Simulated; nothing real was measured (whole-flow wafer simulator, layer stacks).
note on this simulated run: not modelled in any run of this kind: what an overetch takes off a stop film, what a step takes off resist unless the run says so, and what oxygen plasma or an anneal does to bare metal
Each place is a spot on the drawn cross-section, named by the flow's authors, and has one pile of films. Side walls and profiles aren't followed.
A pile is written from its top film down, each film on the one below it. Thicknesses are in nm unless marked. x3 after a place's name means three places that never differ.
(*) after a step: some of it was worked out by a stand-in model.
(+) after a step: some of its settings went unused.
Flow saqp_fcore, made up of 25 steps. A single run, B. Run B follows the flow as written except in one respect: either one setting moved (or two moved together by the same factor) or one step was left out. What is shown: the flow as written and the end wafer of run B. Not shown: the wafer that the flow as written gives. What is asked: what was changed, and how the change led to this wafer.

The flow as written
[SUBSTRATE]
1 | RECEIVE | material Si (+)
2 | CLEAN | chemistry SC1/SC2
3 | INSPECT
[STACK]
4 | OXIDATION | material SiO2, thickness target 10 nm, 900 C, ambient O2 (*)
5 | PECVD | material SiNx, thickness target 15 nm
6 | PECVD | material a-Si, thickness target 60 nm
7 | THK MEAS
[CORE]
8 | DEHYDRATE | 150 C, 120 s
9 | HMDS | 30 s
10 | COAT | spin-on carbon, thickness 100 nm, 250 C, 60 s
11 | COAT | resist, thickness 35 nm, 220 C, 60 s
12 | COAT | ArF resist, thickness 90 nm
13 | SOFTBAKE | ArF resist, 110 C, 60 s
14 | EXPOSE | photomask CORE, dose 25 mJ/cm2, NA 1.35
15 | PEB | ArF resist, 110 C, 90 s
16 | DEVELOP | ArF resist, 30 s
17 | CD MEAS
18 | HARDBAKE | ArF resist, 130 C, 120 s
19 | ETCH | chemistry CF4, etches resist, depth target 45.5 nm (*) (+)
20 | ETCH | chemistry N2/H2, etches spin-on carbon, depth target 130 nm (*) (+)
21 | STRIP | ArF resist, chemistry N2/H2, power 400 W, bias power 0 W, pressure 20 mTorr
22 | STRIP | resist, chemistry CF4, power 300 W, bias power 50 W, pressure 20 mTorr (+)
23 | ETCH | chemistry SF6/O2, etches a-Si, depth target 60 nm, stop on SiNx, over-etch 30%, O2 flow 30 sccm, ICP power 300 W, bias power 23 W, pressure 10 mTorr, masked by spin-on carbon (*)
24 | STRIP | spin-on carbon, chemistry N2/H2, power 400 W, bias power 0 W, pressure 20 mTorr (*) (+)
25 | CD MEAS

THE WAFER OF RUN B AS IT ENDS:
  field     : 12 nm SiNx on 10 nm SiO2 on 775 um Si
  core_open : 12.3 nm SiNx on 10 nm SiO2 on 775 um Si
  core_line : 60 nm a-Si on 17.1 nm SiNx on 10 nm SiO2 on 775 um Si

Cause: step 5, PECVD: thickness target 17.1 nm was run, though the flow has thickness target 15 nm.
One can read it off the wafer: core_line has SiNx 17.1, and step 5 as written asks for 15 nm.

Step by step, how the change led to this:
  5 | PECVD | material SiNx, thickness target 15 nm
      field, core_open, core_line: +17.1 SiNx (new film) (it would be, as written: +15 SiNx (new film))
